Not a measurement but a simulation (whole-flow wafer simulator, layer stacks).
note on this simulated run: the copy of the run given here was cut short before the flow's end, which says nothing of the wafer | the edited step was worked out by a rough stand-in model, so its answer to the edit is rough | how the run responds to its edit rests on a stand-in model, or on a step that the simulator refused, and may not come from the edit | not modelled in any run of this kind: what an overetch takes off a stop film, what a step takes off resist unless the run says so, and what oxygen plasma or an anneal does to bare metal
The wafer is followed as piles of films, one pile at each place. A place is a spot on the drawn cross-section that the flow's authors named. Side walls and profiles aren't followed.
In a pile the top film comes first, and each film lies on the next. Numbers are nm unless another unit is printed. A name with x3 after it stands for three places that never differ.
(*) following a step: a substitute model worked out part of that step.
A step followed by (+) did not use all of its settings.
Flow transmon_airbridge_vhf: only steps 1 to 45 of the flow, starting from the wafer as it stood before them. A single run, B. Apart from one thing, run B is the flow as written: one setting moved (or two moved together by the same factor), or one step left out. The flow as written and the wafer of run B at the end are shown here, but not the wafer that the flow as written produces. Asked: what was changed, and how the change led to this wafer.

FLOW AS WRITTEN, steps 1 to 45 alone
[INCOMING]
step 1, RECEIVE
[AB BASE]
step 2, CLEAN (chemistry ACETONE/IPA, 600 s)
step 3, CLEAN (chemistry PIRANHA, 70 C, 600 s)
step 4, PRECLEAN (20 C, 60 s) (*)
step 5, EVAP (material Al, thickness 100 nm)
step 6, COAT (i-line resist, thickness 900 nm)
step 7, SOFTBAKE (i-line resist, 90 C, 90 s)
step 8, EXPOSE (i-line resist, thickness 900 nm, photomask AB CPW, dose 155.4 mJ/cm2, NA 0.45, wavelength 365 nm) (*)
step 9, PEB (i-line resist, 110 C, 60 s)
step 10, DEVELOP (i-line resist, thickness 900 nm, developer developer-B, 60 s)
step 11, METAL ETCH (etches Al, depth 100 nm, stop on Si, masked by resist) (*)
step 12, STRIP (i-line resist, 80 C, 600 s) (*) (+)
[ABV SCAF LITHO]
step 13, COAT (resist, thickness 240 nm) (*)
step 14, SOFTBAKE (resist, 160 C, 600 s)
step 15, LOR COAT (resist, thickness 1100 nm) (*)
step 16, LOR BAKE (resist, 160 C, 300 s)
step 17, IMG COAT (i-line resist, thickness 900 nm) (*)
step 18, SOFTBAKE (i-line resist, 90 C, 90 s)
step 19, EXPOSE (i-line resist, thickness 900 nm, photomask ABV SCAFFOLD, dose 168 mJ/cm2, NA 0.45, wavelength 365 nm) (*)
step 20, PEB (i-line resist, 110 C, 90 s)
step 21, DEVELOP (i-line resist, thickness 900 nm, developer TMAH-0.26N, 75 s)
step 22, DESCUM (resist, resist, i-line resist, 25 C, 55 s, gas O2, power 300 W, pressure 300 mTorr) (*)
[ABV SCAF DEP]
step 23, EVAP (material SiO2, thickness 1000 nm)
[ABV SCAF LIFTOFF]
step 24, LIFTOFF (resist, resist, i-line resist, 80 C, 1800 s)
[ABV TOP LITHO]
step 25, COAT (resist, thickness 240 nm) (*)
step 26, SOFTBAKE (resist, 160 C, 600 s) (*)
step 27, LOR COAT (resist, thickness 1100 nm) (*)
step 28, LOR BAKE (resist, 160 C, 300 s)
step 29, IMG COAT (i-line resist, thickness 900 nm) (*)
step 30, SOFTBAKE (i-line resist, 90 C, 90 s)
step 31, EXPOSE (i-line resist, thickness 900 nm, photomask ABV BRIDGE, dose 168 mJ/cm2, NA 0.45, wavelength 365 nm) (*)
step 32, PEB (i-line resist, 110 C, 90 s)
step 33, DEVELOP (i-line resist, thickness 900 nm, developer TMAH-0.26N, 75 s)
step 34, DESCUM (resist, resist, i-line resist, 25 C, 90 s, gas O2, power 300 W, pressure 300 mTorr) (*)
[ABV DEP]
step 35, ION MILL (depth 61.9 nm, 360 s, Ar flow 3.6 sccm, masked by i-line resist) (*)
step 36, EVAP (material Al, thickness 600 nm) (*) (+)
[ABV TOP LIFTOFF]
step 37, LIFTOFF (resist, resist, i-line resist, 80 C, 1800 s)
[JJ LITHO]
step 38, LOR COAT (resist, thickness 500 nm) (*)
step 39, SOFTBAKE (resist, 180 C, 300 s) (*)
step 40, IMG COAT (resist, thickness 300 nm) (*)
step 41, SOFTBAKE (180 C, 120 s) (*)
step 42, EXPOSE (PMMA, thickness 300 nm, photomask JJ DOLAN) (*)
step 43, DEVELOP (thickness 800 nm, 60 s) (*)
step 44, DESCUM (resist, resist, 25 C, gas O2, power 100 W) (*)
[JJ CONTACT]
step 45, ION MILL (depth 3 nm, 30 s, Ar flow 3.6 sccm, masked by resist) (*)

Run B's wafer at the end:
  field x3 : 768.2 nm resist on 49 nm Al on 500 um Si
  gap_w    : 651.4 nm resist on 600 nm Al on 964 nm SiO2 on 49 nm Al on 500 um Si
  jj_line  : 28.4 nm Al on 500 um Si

Cause: step 11, METAL ETCH: depth 51 nm was run, whereas the flow has depth 100 nm.

Step by step, how the change led to this:
  step 11, METAL ETCH (etches Al, depth 100 nm, stop on Si, masked by resist) (*)
      field x3, jj_line, gap_w, gap_e: -51 Al (it would be, as written: -100 Al (all of it))
      ground_far, pad_w, flank_w and 8 more: -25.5 i-line resist (it would be, as written: -50 i-line resist)
  step 12, STRIP (i-line resist, 80 C, 600 s) (*) (+)
      ground_far, pad_w, flank_w and 8 more: -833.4 i-line resist (all of it) (it would be, as written: -808.9 i-line resist (all of it))
  step 13, COAT (resist, thickness 240 nm) (*)
      flank_w, flank_e: +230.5 resist (new film) (it would be, as written: +222.3 resist (new film))
      gap_w, gap_e: +246.2 resist (new film) (it would be, as written: +251.7 resist (new film))
  step 22, DESCUM (resist, resist, i-line resist, 25 C, 55 s, gas O2, power 300 W, pressure 300 mTorr) (*)
      flank_w, flank_e: -230.5 resist (all of it) (it would be, as written: -222.3 resist (all of it))
      gap_w, gap_e: -246.2 resist (all of it) (it would be, as written: -251.7 resist (all of it))
  step 25, COAT (resist, thickness 240 nm) (*)
      flank_w, flank_e: +158.5 resist (new film) (it would be, as written: +152.6 resist (new film))
      gap_w, gap_e: +205.4 resist (new film) (it would be, as written: +210.7 resist (new film))
  step 32, PEB (i-line resist, 110 C, 90 s)
      gap_w, gap_e: -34 i-line resist (it would be, as written: -34.7 i-line resist)
  step 34, DESCUM (resist, resist, i-line resist, 25 C, 90 s, gas O2, power 300 W, pressure 300 mTorr) (*)
      flank_w, flank_e: -158.5 resist (all of it) (it would be, as written: -152.6 resist (all of it))
      gap_w, gap_e: -205.4 resist (all of it) (it would be, as written: -210.7 resist (all of it))
  step 40, IMG COAT (resist, thickness 300 nm) (*)
      flank_w, flank_e: +219.3 resist (it would be, as written: +212.1 resist)
  step 45, ION MILL (depth 3 nm, 30 s, Ar flow 3.6 sccm, masked by resist) (*)
      jj_line: -20.6 Al (it would be, as written: -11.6 Si)
With metal films that touch counted as one body, field x3 has 1 body; the flow as written gives 0 bodies.
With metal films that touch counted as one body, gap_w has 2 bodies (between them, from the top down: SiO2 964); the flow as written gives 1 body.
With metal films that touch counted as one body, jj_line has 1 body; the flow as written gives 0 bodies.
